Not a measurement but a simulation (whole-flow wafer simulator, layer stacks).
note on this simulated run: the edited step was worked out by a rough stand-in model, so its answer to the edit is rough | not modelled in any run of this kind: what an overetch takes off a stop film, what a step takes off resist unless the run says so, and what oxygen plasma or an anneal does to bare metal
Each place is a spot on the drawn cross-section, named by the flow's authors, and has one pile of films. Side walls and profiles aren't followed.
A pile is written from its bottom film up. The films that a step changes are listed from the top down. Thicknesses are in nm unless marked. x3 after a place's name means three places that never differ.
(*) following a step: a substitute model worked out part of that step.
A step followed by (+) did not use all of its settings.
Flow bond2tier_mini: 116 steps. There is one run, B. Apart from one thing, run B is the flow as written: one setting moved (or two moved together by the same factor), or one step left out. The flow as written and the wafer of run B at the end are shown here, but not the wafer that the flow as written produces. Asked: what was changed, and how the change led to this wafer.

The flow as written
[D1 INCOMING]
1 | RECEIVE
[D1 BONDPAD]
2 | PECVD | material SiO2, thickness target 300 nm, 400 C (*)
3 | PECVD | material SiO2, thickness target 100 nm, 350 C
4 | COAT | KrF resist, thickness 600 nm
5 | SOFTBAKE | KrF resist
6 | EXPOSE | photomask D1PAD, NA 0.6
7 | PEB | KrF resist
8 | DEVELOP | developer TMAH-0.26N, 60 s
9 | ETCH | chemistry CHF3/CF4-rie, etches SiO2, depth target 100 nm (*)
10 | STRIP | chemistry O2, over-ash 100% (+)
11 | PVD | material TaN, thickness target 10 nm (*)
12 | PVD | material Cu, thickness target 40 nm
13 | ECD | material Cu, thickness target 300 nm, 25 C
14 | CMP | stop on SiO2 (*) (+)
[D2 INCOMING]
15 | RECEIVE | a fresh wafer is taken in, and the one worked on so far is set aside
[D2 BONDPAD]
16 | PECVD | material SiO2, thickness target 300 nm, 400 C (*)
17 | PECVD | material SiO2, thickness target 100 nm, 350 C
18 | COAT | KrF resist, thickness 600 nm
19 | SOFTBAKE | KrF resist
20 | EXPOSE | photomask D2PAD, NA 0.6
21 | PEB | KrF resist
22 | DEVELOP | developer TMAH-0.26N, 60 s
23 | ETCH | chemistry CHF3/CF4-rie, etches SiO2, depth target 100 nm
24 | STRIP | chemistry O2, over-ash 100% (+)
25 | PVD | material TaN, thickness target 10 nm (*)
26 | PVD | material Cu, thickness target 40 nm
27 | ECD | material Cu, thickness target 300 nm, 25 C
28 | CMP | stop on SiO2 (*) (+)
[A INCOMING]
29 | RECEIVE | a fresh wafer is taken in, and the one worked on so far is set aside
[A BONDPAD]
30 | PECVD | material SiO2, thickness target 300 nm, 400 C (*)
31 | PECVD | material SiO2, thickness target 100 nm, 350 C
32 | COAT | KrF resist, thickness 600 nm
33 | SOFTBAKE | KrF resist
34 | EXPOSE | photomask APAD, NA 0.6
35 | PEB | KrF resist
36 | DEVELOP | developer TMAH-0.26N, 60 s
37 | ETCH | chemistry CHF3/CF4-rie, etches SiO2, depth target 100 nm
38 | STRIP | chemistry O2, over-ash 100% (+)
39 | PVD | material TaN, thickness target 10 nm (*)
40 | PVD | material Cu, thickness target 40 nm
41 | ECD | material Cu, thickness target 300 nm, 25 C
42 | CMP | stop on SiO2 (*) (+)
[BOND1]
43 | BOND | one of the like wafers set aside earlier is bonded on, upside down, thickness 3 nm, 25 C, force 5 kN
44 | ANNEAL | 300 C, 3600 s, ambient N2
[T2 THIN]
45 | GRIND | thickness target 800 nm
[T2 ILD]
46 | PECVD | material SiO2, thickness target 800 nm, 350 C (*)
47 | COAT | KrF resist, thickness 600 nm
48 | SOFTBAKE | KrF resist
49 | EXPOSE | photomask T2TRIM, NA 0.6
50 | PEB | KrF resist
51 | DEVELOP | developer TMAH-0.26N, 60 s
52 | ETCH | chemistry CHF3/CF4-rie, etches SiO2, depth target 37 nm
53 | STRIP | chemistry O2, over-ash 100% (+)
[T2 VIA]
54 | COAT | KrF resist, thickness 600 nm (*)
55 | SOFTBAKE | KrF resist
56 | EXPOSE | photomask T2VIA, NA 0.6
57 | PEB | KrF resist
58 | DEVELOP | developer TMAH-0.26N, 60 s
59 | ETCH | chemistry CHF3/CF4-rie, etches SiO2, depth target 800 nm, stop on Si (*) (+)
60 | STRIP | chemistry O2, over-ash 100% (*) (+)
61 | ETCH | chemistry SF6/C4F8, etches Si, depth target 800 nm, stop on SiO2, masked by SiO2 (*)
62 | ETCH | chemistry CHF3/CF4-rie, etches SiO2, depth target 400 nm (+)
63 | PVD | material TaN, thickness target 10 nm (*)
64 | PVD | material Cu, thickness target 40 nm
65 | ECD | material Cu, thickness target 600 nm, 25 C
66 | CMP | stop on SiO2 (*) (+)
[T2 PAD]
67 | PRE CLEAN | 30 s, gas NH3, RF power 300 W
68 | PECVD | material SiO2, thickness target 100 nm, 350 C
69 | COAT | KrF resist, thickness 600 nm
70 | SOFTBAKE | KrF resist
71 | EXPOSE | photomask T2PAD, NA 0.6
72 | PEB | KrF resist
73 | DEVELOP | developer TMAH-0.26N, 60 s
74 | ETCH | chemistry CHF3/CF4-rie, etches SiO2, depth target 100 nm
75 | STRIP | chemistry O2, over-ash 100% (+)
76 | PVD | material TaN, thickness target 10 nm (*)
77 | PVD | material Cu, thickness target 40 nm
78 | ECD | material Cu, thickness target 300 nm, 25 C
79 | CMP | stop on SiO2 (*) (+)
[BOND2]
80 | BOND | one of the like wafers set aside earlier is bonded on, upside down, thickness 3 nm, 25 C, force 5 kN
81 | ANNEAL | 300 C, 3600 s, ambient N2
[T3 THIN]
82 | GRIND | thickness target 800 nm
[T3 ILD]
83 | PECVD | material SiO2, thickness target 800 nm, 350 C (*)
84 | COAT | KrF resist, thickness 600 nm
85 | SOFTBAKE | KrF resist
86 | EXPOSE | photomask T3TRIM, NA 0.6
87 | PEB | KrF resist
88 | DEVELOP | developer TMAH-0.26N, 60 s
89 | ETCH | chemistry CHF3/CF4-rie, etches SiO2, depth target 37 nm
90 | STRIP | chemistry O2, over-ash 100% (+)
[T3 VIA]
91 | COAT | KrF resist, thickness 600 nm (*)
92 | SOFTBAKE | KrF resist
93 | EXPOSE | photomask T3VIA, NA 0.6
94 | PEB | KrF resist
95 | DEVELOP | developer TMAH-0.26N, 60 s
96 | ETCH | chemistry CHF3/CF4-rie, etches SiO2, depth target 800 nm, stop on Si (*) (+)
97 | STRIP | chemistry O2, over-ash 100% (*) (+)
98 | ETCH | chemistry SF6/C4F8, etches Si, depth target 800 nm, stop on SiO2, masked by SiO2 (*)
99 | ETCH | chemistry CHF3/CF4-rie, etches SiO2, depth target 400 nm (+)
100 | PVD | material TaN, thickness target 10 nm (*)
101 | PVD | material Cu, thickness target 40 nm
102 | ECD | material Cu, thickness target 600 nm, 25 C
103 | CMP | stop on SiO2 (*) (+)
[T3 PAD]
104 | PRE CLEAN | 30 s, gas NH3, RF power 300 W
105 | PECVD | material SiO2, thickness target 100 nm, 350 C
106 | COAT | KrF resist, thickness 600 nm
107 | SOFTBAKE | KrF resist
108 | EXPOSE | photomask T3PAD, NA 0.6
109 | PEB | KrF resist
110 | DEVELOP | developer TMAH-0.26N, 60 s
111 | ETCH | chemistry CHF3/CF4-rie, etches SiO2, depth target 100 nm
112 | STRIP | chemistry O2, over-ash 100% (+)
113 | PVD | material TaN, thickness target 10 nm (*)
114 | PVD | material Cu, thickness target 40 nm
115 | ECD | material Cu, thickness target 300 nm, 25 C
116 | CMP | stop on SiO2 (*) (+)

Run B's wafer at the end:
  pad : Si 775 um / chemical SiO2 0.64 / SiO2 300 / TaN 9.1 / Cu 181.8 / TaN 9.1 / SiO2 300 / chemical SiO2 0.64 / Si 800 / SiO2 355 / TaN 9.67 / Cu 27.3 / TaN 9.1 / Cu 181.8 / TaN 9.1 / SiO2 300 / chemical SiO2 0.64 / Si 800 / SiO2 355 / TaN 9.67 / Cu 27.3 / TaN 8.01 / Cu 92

Cause: step 113, PVD: thickness target 8.8 nm was run, while the flow as written has thickness target 10 nm.

The path from the change to this, step by step:
  113 | PVD | material TaN, thickness target 10 nm (*)
      field: +8.8 TaN (new film) (as written it would have been: +10 TaN (new film))
      pad: +8.01 TaN (new film) (as written it would have been: +9.1 TaN (new film))
  116 | CMP | stop on SiO2 (*) (+)
      field: -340 Cu (all of it), -8.8 TaN (all of it) (as written it would have been: -340 Cu (all of it), -10 TaN (all of it))
